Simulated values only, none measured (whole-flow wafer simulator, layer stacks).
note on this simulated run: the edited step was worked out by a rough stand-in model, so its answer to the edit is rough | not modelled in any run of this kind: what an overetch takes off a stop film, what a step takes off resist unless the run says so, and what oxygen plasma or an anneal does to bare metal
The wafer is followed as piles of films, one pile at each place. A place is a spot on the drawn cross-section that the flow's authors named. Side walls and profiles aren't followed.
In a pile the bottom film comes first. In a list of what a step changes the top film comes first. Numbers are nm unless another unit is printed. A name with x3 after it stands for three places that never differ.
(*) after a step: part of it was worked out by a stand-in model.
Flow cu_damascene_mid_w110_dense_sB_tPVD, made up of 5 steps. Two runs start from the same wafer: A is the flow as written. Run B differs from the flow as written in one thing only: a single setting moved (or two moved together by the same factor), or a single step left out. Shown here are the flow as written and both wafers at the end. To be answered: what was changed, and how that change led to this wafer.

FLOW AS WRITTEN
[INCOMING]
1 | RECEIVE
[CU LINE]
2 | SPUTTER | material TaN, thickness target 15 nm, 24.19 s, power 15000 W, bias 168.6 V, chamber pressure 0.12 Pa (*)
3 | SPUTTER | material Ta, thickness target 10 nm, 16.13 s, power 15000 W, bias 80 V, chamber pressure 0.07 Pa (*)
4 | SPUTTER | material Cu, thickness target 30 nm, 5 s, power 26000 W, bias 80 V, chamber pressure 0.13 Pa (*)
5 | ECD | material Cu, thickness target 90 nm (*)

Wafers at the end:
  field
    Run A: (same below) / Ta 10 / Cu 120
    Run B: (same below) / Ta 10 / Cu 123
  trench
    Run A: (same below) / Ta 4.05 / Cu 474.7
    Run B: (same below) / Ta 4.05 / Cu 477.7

What caused this: step 4, SPUTTER: thickness target 33 nm was run, while the flow as written has thickness target 30 nm; step 4, SPUTTER: 5.5 s was run, where the flow has 5 s.

The path from the change to this, step by step:
  4 | SPUTTER | material Cu, thickness target 30 nm, 5 s, power 26000 W, bias 80 V, chamber pressure 0.13 Pa (*)
      field: A Cu gains 30 (new film) | B Cu gains 33 (new film)
      trench: A Cu gains 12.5 (new film) | B Cu gains 13.7 (new film)
